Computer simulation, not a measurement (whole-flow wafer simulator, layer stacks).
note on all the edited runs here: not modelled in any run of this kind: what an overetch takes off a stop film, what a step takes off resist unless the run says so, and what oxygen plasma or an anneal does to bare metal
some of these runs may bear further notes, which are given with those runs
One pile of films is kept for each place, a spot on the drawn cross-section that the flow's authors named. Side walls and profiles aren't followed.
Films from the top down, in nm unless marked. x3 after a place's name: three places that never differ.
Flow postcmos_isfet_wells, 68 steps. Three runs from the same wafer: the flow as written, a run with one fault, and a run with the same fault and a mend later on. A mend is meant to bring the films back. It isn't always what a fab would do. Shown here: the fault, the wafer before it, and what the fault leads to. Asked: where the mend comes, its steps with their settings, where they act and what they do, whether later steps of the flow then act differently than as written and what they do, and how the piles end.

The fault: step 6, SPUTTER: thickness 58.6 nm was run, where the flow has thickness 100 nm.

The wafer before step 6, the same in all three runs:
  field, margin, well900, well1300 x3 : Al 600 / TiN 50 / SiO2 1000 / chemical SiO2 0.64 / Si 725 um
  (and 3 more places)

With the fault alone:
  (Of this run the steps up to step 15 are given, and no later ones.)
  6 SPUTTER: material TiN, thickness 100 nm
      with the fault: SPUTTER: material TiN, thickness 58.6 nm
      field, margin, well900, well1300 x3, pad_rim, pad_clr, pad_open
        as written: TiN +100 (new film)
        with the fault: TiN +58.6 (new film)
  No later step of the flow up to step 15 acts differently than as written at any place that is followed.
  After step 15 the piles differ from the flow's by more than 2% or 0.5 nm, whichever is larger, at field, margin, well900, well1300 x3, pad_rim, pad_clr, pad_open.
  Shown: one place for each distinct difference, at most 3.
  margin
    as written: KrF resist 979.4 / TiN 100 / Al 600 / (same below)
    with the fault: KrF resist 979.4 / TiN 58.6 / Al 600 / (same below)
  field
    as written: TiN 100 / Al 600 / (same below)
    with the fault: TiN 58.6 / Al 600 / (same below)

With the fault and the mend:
  The mend comes after step 6.
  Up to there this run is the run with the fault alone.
  6a SPUTTER: material TiN, thickness 41.4 nm (the flow's step 6 once more, with other settings)
      field, margin, well900, well1300 x3, pad_rim, pad_clr, pad_open
        TiN +41.4
  No later step of the flow acts differently than as written at any place that is followed.
  At the end the piles are the same as the flow's at every place that both follow.
